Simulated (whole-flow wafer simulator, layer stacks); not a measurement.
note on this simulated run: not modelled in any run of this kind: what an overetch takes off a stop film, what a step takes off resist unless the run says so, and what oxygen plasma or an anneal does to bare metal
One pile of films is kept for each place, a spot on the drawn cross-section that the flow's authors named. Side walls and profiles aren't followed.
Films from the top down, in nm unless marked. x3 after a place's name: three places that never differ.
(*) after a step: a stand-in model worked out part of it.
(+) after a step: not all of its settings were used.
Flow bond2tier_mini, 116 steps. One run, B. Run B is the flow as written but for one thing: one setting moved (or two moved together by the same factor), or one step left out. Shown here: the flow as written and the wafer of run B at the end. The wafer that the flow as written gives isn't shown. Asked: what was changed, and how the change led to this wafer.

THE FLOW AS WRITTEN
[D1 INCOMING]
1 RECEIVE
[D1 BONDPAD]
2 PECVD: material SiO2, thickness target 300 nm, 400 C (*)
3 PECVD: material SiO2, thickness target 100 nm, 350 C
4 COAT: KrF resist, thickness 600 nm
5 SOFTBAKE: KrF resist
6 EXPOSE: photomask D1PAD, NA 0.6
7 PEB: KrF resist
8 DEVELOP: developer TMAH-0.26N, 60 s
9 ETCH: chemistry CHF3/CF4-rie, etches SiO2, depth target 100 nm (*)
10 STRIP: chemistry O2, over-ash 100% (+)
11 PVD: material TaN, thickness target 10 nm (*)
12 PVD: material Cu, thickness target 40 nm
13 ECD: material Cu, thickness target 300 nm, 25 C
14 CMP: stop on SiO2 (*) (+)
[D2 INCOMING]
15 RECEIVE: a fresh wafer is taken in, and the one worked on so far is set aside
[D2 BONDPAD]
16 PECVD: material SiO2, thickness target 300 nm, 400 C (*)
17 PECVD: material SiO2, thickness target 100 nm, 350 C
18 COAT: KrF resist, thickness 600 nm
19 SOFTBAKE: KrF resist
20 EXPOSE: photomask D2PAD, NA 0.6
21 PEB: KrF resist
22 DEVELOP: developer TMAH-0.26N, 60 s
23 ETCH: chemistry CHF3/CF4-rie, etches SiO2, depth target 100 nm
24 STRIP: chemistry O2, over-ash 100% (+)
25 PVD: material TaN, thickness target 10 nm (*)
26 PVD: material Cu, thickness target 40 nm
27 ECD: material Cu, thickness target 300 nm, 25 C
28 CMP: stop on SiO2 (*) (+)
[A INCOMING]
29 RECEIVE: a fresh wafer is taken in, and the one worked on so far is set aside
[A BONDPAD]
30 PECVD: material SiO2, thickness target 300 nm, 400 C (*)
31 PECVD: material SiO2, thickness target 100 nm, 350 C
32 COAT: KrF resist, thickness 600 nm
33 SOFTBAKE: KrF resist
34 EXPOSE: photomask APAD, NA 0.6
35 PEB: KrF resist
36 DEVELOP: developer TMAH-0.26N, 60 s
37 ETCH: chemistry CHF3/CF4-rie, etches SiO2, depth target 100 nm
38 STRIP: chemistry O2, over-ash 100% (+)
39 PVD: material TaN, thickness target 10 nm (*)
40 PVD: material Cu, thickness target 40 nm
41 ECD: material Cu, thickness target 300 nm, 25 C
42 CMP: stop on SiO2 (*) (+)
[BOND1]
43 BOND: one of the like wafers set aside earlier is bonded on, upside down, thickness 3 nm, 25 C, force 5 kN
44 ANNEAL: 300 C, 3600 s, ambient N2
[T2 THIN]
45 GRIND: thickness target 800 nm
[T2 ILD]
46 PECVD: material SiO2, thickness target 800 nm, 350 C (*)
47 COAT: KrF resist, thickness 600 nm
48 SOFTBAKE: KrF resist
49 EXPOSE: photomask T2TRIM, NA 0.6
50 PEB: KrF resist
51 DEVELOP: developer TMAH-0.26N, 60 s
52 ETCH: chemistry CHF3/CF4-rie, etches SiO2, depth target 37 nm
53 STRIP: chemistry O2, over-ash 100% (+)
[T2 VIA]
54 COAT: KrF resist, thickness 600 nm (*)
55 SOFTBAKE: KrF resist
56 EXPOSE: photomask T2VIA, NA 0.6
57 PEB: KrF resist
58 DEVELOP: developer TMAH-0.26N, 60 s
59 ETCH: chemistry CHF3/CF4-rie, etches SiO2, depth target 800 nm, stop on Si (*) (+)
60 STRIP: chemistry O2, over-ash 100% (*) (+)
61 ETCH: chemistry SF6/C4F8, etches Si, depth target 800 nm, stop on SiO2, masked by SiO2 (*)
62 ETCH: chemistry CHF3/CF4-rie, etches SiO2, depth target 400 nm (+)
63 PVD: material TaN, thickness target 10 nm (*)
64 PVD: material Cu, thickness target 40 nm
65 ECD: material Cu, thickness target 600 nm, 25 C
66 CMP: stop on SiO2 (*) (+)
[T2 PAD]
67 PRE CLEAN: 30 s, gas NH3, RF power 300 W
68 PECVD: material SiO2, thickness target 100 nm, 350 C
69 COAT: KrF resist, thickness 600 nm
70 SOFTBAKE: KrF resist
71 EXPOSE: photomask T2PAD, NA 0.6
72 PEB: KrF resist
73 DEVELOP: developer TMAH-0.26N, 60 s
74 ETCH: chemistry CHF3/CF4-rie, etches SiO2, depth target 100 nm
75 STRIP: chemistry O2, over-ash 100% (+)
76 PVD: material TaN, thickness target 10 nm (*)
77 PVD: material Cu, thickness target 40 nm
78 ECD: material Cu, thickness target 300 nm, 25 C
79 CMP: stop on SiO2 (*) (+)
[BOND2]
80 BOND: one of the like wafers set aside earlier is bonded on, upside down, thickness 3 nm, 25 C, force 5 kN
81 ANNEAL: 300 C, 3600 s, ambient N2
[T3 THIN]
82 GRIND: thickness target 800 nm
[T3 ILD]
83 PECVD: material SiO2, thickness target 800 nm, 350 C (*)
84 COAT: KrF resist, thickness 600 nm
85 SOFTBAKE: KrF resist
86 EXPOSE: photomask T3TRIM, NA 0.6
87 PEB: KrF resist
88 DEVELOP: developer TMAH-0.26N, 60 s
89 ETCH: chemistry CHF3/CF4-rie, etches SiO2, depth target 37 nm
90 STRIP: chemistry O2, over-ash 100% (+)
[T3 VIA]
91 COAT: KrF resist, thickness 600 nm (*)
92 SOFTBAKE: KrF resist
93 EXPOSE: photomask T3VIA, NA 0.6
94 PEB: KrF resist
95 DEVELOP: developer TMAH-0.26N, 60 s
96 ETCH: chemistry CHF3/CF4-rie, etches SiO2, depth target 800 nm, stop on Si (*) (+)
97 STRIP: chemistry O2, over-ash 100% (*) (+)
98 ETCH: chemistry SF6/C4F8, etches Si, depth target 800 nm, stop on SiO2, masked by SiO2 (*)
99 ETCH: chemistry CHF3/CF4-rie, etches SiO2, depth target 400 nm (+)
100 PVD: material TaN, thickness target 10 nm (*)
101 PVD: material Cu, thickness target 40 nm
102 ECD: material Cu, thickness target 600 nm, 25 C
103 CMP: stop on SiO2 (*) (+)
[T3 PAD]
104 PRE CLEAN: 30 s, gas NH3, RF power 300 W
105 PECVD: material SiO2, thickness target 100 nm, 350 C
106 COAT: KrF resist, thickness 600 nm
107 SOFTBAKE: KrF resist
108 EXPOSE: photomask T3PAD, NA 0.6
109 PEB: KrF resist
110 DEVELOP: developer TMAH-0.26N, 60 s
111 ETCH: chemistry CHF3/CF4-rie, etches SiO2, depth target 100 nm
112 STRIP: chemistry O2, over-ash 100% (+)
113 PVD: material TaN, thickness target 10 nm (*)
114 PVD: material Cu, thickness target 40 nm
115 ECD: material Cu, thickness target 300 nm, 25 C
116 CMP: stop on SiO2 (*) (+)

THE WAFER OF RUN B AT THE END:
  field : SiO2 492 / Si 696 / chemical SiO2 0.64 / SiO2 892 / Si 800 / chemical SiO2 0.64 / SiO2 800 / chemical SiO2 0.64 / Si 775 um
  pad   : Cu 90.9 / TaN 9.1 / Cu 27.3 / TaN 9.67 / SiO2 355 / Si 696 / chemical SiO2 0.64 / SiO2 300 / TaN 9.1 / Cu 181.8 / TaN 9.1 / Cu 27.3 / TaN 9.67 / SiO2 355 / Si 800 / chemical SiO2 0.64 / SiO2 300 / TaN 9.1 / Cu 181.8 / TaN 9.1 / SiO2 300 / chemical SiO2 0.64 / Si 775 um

The cause: step 82, GRIND: thickness target 696 nm was run, where the flow has thickness target 800 nm.
It can be read off the wafer: field has Si 696, and step 82 as written asks for 800 nm.

How the change led to this, step by step:
  82 GRIND: thickness target 800 nm
      field, pad: Si -774.3 um (as written it would be: Si -774.2 um)
